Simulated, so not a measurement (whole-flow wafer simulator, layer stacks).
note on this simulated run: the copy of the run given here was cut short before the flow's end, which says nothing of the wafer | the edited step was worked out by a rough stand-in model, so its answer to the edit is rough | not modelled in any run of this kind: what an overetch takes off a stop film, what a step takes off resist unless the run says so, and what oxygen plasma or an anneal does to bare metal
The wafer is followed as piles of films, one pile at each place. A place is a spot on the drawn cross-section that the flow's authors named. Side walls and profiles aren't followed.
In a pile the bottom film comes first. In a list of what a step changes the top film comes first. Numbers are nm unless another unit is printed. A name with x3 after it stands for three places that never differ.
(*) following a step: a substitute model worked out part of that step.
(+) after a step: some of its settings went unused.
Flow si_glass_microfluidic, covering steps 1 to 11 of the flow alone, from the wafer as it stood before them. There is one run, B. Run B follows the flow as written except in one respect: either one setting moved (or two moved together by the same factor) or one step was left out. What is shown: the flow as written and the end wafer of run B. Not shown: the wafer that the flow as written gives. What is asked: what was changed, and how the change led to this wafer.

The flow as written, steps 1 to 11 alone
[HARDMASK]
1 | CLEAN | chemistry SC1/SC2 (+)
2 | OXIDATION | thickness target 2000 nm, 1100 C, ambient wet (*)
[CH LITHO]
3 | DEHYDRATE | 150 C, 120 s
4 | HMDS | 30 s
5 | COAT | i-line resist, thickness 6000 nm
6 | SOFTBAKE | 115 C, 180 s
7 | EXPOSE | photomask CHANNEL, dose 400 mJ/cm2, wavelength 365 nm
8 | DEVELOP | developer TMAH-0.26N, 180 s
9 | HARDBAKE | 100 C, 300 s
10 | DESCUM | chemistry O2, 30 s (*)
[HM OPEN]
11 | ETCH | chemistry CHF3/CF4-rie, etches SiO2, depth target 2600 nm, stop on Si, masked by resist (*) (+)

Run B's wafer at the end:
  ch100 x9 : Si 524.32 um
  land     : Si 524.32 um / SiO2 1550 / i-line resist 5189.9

What caused this: step 2, OXIDATION: thickness target 1550 nm was run, though the flow has thickness target 2000 nm.
One can read it off the wafer: land has SiO2 1550, and step 2 as written asks for 2000 nm.

The path from the change to this, step by step:
  2 | OXIDATION | thickness target 2000 nm, 1100 C, ambient wet (*)
      land, ch100 x9: +1550 SiO2 (new film), -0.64 chemical SiO2 (all of it), -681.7 Si (it would be, as written: +2000 SiO2 (new film), -0.64 chemical SiO2 (all of it), -879.7 Si)
  11 | ETCH | chemistry CHF3/CF4-rie, etches SiO2, depth target 2600 nm, stop on Si, masked by resist (*) (+)
      ch100 x9: -1550 SiO2 (all of it) (it would be, as written: -2000 SiO2 (all of it))
      land: -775 i-line resist (it would be, as written: -866.7 i-line resist)
